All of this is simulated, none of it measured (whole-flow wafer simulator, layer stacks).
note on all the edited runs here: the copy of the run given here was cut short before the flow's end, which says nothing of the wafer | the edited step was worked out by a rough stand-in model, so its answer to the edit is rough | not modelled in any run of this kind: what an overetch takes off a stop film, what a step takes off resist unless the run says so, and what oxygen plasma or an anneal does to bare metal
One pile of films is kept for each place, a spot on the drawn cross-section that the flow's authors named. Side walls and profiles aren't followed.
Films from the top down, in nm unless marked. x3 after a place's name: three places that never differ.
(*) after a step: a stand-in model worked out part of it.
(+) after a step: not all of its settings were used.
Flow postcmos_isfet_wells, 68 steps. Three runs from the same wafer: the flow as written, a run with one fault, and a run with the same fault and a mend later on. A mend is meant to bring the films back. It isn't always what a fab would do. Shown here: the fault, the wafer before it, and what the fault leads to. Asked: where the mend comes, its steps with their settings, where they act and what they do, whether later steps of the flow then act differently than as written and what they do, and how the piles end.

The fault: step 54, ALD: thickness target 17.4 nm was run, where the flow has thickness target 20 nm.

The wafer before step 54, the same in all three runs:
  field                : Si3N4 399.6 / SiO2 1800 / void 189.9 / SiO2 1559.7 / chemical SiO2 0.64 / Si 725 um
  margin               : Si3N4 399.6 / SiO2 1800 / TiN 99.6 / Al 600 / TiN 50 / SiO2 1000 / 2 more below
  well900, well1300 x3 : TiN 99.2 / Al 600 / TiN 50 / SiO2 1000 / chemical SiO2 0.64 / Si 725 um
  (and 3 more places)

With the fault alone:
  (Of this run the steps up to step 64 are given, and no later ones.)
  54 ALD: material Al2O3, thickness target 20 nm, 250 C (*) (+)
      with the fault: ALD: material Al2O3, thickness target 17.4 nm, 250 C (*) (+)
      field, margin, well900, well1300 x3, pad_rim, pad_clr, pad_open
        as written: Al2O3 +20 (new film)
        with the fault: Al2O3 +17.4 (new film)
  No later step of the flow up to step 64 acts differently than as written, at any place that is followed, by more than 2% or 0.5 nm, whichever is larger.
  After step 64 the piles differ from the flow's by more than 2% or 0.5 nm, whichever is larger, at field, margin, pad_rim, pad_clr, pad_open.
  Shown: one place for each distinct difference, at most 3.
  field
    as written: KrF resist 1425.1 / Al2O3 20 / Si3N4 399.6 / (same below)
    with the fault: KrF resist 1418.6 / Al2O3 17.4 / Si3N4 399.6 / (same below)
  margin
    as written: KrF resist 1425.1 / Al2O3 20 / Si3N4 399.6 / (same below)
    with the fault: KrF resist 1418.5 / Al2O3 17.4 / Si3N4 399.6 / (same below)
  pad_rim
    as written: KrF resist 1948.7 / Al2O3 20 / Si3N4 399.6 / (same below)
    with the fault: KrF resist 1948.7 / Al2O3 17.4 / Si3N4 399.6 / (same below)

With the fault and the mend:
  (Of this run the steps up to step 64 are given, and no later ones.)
  The mend comes after step 54.
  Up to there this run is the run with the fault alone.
  54a ALD: material Al2O3, thickness target 2.6 nm, 250 C (*) (+) (the flow's step 54 once more, with other settings)
      field, margin, well900, well1300 x3, pad_rim, pad_clr, pad_open
        Al2O3 +2.6
  No later step of the flow up to step 64 acts differently than as written at any place that is followed.
  After step 64 the piles are the same as the flow's at every place that both follow.
